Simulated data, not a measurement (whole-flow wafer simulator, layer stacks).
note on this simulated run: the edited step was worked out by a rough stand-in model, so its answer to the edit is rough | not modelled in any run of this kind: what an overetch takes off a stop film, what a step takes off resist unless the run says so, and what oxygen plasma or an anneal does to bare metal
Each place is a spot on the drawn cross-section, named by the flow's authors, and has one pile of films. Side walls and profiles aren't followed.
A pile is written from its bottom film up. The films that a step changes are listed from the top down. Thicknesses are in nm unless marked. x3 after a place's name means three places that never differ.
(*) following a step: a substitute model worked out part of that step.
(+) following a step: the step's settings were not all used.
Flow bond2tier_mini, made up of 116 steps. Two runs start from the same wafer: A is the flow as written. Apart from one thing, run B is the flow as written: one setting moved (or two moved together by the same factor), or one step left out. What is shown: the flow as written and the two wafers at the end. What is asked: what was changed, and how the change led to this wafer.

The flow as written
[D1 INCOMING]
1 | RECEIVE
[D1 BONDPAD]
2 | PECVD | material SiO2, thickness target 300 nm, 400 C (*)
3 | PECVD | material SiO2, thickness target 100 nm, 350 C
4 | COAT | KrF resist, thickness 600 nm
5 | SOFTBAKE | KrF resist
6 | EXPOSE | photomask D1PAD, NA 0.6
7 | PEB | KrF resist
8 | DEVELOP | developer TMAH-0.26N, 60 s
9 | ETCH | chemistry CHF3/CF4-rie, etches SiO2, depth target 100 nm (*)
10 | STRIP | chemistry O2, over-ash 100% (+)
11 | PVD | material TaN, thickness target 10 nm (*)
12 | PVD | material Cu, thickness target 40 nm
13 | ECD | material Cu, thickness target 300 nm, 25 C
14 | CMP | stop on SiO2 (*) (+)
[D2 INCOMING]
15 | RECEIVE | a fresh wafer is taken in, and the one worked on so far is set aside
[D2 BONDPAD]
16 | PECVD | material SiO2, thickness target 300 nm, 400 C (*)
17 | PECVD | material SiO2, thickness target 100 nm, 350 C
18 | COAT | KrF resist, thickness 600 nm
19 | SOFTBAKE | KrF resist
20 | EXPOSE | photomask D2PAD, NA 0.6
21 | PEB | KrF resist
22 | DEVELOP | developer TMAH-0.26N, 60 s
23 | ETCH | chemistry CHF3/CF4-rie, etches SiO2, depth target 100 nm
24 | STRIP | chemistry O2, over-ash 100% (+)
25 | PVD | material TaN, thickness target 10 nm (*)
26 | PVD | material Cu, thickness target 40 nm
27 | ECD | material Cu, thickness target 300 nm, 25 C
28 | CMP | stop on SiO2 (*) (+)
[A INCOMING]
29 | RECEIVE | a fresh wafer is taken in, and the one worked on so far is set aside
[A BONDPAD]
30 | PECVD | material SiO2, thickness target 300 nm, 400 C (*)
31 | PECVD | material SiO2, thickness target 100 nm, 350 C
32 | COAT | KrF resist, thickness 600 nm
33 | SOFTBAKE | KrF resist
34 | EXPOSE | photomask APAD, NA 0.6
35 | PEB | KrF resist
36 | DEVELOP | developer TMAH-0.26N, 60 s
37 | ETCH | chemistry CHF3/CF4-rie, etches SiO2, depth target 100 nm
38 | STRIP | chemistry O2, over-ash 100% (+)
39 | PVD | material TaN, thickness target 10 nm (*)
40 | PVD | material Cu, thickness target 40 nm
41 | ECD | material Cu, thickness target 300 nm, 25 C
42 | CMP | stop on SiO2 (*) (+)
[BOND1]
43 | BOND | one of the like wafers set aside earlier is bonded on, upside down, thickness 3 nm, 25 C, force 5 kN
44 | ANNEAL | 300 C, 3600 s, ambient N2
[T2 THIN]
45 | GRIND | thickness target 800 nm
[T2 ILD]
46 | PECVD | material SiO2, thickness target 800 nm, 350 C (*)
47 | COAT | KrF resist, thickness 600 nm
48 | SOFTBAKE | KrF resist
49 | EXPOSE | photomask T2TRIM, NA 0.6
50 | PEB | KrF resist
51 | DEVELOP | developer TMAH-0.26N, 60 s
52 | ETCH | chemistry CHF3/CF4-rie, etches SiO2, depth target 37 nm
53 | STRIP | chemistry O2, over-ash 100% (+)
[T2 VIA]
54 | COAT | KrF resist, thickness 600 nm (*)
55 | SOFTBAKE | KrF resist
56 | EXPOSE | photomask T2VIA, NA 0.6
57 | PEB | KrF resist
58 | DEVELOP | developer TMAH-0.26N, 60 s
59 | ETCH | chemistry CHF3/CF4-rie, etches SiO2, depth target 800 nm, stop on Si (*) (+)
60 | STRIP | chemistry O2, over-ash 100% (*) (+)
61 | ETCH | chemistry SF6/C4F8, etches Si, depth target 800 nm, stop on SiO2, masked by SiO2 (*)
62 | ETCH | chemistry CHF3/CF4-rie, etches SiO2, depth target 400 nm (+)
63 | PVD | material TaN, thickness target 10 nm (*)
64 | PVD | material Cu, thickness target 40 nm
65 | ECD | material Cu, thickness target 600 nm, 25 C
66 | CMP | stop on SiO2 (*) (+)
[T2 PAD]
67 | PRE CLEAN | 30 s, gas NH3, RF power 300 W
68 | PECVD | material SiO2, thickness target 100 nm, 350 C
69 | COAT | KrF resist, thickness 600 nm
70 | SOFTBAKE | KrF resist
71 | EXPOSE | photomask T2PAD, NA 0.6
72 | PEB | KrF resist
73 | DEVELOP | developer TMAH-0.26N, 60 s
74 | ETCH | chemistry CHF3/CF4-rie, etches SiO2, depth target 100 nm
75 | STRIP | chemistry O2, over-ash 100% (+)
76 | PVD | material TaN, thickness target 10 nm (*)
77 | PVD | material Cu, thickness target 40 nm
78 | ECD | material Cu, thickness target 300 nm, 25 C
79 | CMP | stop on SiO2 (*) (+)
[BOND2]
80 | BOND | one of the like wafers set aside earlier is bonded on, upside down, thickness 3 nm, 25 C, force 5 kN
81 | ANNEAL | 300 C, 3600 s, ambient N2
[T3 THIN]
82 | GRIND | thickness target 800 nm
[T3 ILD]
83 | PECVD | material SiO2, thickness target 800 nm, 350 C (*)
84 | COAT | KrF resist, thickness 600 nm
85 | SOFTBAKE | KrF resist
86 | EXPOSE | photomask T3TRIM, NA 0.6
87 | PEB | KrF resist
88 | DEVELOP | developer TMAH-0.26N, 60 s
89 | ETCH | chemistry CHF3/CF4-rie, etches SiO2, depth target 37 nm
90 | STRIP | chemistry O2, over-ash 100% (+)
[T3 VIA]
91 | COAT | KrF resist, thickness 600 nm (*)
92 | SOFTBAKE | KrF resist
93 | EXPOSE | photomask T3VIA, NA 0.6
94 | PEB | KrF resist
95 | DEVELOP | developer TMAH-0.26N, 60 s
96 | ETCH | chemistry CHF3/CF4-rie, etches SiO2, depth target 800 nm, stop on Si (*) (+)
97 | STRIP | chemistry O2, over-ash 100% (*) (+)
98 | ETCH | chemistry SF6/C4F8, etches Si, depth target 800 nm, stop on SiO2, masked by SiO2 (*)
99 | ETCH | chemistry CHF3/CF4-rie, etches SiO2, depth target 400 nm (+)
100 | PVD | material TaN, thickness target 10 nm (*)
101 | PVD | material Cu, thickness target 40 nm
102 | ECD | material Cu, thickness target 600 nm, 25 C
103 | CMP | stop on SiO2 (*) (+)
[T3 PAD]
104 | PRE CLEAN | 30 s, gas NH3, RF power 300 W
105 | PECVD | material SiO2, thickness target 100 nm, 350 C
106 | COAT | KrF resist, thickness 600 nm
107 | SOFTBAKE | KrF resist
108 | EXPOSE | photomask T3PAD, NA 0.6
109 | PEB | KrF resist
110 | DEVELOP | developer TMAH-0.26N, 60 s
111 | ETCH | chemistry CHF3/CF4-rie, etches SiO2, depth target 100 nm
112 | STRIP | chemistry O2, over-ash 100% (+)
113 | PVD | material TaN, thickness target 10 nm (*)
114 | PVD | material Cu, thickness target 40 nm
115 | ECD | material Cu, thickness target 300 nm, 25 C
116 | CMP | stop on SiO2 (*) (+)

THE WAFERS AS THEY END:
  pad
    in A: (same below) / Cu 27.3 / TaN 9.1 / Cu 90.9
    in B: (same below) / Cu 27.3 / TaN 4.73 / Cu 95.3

What caused this: step 113, PVD: thickness target 5.2 nm was run, while the flow as written has thickness target 10 nm.

How this came from the change, step by step:
  113 | PVD | material TaN, thickness target 10 nm (*)
      field: A TaN gains 10 (new film) | B TaN gains 5.2 (new film)
      pad: A TaN gains 9.1 (new film) | B TaN gains 4.73 (new film)
  116 | CMP | stop on SiO2 (*) (+)
      field: A Cu loses 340 (all of it), TaN loses 10 (all of it) | B Cu loses 340 (all of it), TaN loses 5.2 (all of it)
